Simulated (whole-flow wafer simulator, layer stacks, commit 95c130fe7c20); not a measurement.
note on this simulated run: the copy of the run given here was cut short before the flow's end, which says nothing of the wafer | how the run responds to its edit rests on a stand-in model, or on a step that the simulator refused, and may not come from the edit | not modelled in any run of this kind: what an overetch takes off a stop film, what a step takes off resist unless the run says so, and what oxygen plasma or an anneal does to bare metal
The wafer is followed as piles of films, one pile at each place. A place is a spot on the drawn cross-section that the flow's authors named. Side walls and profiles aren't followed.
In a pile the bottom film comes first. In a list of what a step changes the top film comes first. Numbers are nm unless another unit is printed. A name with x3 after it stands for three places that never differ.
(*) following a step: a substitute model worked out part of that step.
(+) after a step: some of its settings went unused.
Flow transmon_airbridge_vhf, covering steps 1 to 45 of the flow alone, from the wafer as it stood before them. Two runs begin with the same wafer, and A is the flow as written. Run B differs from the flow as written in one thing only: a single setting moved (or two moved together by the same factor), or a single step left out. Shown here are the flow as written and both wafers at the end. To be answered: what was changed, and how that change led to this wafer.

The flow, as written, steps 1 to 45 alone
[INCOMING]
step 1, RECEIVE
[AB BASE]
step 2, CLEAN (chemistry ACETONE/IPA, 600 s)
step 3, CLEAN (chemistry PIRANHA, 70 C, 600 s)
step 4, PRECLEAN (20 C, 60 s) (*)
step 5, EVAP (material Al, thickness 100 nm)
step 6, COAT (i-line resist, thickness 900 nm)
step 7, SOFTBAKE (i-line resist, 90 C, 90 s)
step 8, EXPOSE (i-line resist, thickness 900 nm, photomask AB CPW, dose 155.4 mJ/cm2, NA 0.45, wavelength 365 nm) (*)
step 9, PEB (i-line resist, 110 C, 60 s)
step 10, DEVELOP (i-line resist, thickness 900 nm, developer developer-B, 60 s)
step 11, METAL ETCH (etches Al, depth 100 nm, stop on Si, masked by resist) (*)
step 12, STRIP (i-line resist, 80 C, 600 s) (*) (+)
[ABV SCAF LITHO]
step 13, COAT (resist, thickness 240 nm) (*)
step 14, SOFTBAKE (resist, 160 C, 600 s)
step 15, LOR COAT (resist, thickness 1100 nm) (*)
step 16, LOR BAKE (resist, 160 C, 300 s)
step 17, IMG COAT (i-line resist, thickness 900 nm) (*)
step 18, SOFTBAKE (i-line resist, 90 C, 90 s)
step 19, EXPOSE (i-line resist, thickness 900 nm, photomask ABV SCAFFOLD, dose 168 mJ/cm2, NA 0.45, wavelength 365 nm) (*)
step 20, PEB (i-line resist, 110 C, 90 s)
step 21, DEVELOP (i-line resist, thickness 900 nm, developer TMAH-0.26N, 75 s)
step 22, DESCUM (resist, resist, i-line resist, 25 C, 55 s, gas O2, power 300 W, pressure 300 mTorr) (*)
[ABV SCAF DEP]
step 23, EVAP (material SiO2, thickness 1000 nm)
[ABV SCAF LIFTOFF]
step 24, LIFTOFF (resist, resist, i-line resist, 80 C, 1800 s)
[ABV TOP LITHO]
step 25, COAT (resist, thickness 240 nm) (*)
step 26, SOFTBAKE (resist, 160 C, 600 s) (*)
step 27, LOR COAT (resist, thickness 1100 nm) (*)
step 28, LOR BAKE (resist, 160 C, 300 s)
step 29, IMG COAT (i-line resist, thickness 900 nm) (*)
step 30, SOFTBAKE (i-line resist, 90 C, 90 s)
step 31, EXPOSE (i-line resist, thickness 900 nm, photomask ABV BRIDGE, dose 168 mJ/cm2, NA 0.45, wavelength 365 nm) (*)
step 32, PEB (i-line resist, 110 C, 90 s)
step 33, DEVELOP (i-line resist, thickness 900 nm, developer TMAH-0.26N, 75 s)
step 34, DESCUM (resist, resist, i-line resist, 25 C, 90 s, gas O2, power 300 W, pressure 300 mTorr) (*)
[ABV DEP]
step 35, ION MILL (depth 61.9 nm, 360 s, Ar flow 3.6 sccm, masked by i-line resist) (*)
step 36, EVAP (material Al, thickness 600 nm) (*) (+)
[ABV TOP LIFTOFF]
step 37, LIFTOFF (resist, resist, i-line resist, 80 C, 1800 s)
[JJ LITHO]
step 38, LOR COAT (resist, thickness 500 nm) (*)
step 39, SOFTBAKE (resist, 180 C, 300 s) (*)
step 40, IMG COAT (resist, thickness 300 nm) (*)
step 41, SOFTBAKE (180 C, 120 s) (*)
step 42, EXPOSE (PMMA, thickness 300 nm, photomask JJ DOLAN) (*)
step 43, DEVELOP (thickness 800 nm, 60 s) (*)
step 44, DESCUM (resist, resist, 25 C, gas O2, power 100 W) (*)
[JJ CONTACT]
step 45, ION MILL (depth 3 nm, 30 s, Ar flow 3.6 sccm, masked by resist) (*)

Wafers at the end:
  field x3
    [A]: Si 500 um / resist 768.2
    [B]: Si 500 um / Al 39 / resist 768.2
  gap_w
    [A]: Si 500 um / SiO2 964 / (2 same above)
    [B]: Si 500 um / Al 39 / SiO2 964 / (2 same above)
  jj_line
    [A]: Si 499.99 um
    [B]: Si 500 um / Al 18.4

Cause: step 5, EVAP: thickness 139 nm was run, whereas the flow has thickness 100 nm.

How this came from the change, step by step:
  step 5, EVAP (material Al, thickness 100 nm)
      field x3, jj_line, ground_far and 12 more: A +100 Al (new film) | B +139 Al (new film)
  step 11, METAL ETCH (etches Al, depth 100 nm, stop on Si, masked by resist) (*)
      field x3, jj_line, gap_w, gap_e: A -100 Al (all of it) | B -100 Al
  step 45, ION MILL (depth 3 nm, 30 s, Ar flow 3.6 sccm, masked by resist) (*)
      jj_line: A -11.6 Si | B -20.6 Al
If metal films that touch count as one body, field x3 has 1 body; the flow as written gives 0 bodies.
If metal films that touch count as one body, gap_w has 2 bodies (between them, from the top down: SiO2 964); the flow as written gives 1 body.
If metal films that touch count as one body, jj_line has 1 body; the flow as written gives 0 bodies.
